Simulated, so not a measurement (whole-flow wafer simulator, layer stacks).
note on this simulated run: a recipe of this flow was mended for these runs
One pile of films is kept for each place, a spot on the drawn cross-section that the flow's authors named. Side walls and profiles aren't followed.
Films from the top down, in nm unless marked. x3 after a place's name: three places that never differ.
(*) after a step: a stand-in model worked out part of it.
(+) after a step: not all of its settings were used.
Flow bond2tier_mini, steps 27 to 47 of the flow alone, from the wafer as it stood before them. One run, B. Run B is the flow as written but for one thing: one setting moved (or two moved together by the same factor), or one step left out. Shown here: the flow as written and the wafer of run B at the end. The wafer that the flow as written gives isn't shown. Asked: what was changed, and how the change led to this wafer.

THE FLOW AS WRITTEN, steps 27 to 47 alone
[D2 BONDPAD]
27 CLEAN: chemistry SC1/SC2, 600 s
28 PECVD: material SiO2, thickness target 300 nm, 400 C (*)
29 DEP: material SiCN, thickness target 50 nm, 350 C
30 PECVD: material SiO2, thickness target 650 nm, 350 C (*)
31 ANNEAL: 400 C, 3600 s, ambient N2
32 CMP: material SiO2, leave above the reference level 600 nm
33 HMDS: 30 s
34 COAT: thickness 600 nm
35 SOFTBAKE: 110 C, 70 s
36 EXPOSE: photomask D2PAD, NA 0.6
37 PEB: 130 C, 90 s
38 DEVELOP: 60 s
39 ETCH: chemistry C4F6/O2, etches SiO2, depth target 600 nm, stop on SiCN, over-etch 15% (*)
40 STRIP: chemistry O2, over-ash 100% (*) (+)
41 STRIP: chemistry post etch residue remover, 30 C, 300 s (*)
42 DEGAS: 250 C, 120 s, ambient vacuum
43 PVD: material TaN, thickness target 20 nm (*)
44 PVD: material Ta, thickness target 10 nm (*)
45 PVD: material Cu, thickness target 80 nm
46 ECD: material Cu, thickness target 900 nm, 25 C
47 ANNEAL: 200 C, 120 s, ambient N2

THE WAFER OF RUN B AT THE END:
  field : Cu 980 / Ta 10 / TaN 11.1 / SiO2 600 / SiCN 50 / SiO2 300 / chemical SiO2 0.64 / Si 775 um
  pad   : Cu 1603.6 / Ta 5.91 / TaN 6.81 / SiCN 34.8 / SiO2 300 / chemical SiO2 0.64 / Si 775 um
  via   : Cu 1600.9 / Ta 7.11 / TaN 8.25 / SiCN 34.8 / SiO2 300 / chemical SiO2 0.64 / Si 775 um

The cause: step 43, PVD: thickness target 11.1 nm was run, where the flow has thickness target 20 nm.
It can be read off the wafer: field has TaN 11.1, and step 43 as written asks for 20 nm.

How the change led to this, step by step:
  43 PVD: material TaN, thickness target 20 nm (*)
      field: TaN +11.1 (new film) (as written it would be: TaN +20 (new film))
      pad: TaN +6.81 (new film) (as written it would be: TaN +12.3 (new film))
      (and at 1 more place)
